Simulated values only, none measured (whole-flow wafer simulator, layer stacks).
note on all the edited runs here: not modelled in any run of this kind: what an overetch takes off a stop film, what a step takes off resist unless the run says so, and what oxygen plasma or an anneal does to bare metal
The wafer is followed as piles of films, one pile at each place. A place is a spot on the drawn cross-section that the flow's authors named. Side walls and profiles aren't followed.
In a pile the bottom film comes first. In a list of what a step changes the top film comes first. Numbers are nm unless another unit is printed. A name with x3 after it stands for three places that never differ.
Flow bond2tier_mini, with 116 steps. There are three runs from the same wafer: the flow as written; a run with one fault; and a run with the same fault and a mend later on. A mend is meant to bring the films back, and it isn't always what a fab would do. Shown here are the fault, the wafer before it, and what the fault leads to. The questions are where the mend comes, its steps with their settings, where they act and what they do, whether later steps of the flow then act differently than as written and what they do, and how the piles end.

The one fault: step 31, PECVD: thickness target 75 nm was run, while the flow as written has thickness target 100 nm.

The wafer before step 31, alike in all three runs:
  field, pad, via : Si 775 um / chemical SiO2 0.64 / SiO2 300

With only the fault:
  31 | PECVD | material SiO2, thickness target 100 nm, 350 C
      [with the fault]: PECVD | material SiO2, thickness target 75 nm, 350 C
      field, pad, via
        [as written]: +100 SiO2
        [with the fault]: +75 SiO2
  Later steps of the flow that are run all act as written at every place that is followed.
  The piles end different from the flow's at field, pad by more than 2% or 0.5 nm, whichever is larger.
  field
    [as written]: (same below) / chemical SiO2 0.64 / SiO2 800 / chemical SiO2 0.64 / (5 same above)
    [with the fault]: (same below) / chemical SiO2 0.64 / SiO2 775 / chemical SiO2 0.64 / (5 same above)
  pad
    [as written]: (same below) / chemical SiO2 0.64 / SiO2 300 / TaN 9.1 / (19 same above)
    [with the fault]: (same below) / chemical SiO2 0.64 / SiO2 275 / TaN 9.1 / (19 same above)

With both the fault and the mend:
  The mend stands after step 31.
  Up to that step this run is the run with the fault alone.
  31a | PECVD | material SiO2, thickness target 25 nm, 350 C (the flow's step 31 again, with other settings)
      field, pad, via
        +25 SiO2
  Later steps of the flow that are run all act as written at every place that is followed.
  At every place that both follow, the piles at the end match the flow's.
